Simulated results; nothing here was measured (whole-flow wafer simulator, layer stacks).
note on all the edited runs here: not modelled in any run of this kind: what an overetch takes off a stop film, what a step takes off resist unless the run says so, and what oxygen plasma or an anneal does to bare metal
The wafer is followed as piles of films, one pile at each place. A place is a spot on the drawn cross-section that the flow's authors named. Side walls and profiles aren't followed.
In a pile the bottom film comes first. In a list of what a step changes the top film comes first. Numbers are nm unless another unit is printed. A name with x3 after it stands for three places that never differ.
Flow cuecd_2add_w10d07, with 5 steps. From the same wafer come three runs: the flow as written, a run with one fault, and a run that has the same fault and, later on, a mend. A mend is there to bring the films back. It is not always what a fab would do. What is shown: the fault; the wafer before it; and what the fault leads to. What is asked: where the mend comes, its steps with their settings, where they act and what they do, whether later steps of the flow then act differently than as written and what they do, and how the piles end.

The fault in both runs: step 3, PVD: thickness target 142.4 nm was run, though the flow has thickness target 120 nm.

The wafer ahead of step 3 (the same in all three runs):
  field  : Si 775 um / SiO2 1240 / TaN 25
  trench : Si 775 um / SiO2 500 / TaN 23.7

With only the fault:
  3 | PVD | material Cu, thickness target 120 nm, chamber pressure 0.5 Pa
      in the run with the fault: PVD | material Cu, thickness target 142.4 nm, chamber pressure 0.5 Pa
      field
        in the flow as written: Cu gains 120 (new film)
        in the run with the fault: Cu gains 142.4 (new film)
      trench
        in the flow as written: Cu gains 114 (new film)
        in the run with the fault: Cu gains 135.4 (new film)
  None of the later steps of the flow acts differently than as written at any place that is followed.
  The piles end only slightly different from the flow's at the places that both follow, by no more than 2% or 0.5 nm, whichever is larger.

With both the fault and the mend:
  The mend stands after step 3.
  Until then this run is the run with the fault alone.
  3a | ETCH | chemistry cu recess dil, depth target 163.8 nm
      field
        Cu loses 142.4 (all of it)
      trench
        Cu loses 135.4 (all of it)
  3b | PVD | material Cu, thickness target 120 nm, chamber pressure 0.5 Pa (a further turn of the flow's step 3)
      field
        Cu gains 120 (new film)
      trench
        Cu gains 114 (new film)
  None of the later steps of the flow acts differently than as written at any place that is followed.
  By the end, the piles equal the flow's at every place that both follow.
